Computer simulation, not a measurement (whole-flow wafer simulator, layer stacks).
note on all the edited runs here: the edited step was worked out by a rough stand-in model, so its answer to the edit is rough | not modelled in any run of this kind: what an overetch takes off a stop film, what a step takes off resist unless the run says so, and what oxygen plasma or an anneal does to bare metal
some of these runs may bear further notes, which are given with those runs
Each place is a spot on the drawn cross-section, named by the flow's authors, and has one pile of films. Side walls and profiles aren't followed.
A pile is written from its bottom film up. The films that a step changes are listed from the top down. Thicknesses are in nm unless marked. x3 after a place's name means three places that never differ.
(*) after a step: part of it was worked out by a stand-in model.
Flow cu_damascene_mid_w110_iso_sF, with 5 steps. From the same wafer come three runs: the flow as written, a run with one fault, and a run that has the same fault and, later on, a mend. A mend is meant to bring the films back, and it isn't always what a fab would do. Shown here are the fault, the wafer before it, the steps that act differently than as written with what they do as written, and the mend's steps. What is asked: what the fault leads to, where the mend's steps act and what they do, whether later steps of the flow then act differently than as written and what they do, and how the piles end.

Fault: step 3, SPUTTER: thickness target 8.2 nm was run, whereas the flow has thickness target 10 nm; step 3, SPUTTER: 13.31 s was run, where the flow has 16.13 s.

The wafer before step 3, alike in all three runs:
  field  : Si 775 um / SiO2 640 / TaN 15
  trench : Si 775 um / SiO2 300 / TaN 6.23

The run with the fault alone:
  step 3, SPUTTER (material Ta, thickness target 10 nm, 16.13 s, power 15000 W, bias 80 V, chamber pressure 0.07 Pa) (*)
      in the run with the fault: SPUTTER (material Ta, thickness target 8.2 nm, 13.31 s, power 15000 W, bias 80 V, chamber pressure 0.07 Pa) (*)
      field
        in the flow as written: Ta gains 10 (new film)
        in the run with the fault: Ta gains 8.2 (new film)
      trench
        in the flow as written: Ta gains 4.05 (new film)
        in the run with the fault: Ta gains 3.32 (new film)
  Every later step of the flow that is run acts as written, at every place that is followed, to within 2% or 0.5 nm, whichever is larger.
  The piles end different from the flow's at field, trench by more than 2% or 0.5 nm, whichever is larger.
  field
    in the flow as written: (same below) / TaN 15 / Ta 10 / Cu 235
    in the run with the fault: (same below) / TaN 15 / Ta 8.2 / Cu 235
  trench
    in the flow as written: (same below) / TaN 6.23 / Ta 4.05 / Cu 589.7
    in the run with the fault: (same below) / TaN 6.23 / Ta 3.32 / Cu 588.7

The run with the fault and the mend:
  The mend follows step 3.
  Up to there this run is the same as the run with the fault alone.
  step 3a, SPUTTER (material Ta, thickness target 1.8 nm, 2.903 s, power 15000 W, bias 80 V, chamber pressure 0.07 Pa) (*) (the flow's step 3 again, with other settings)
      field
        Ta gains 1.8
      trench
        Ta gains 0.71
  Every later step of the flow that is run acts as written, at every place that is followed, to within 2% or 0.5 nm, whichever is larger.
  When the end is reached, the piles differ only a little from the flow's at the places that both follow, at most by 2% or 0.5 nm, whichever is larger.
